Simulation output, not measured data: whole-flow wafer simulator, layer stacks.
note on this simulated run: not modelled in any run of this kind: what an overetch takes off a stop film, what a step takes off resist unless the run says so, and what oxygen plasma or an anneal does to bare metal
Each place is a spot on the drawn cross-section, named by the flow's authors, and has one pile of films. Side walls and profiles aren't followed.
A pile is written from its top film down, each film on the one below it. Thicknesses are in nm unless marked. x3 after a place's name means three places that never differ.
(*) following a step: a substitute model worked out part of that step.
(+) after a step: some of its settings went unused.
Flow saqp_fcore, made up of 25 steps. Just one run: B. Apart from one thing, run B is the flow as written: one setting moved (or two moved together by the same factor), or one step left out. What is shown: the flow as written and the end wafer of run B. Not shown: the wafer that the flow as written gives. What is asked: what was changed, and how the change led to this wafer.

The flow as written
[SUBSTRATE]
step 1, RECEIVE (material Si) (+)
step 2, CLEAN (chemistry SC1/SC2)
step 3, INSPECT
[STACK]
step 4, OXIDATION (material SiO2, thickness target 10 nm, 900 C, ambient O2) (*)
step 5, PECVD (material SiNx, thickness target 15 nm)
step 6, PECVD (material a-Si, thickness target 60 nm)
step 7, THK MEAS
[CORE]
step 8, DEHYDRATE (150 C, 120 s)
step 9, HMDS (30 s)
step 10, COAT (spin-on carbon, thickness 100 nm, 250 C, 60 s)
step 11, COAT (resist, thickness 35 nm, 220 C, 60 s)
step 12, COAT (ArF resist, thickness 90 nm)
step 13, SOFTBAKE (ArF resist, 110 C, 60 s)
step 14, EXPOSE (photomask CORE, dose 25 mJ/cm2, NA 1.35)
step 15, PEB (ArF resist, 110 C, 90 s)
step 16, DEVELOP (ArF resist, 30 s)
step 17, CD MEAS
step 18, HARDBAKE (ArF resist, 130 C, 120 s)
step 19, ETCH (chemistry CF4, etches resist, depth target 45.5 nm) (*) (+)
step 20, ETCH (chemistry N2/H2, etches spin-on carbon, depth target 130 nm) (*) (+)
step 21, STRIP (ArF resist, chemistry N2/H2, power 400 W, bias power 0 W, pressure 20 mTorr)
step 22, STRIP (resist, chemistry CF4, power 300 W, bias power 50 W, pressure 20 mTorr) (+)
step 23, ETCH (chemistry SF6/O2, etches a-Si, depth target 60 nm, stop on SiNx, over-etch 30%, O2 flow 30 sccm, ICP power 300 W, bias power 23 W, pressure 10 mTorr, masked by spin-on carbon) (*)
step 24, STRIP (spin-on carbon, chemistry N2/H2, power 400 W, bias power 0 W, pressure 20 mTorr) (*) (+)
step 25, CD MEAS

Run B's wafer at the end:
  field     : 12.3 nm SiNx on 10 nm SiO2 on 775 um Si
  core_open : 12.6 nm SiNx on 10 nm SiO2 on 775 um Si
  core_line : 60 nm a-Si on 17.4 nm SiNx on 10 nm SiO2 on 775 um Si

Cause: step 5, PECVD: thickness target 17.4 nm was run, while the flow as written has thickness target 15 nm.
One can read it off the wafer: core_line has SiNx 17.4, and step 5 as written asks for 15 nm.

Step by step, how the change led to this:
  step 5, PECVD (material SiNx, thickness target 15 nm)
      field, core_open, core_line: SiNx gains 17.4 (new film) (as written it would have been: SiNx gains 15 (new film))
